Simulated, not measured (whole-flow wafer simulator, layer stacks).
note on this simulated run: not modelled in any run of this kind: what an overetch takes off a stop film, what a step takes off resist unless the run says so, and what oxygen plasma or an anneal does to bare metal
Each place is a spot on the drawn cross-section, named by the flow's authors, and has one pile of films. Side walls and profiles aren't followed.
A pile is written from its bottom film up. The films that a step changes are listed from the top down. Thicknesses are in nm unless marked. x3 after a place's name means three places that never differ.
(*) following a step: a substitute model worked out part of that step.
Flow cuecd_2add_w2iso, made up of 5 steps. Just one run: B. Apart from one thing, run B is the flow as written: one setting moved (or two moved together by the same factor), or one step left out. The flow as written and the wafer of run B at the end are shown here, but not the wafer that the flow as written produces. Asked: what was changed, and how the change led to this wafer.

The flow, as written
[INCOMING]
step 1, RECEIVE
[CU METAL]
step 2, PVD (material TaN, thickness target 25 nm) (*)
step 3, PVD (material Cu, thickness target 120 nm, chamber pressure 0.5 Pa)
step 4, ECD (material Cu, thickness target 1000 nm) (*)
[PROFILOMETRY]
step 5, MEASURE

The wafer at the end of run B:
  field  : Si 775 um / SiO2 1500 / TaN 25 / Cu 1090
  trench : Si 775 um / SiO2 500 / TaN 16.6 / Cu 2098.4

What caused this: step 3, PVD: thickness target 90 nm was run, though the flow has thickness target 120 nm.

Step by step, how the change led to this:
  step 3, PVD (material Cu, thickness target 120 nm, chamber pressure 0.5 Pa)
      field: +90 Cu (new film) (in the flow as written it would be: +120 Cu (new film))
      trench: +60.7 Cu (new film) (in the flow as written it would be: +80.8 Cu (new film))
